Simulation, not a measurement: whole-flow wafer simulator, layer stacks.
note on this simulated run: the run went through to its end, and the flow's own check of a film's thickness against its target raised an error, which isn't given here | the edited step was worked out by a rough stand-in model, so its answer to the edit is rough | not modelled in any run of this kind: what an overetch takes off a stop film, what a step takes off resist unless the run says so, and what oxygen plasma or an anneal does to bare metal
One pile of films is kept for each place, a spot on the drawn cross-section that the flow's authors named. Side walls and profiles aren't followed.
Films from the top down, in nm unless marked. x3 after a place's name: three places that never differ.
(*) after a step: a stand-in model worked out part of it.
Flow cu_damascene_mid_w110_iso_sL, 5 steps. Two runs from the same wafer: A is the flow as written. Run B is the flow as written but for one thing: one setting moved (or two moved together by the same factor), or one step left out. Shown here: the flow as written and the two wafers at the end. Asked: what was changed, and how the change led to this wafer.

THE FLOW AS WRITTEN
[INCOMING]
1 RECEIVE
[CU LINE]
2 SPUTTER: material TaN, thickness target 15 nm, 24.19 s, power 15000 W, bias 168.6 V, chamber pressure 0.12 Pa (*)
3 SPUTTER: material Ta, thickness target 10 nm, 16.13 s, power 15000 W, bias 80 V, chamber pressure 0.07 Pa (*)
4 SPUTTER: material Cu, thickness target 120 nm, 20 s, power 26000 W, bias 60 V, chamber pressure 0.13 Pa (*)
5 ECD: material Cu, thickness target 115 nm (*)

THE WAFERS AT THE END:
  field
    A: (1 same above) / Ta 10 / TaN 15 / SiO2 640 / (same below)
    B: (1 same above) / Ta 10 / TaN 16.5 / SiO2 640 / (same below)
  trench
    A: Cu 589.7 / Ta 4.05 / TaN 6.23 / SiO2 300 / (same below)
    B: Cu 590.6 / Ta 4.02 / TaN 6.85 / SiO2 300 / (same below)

The cause: step 2, SPUTTER: thickness target 16.5 nm was run, where the flow has thickness target 15 nm.
It can be read off the wafer: field has TaN 16.5, and step 2 as written asks for 15 nm.

How the change led to this, step by step:
  2 SPUTTER: material TaN, thickness target 15 nm, 24.19 s, power 15000 W, bias 168.6 V, chamber pressure 0.12 Pa (*)
      field: A TaN +15 (new film) | B TaN +16.5 (new film)
      trench: A TaN +6.23 (new film) | B TaN +6.85 (new film)
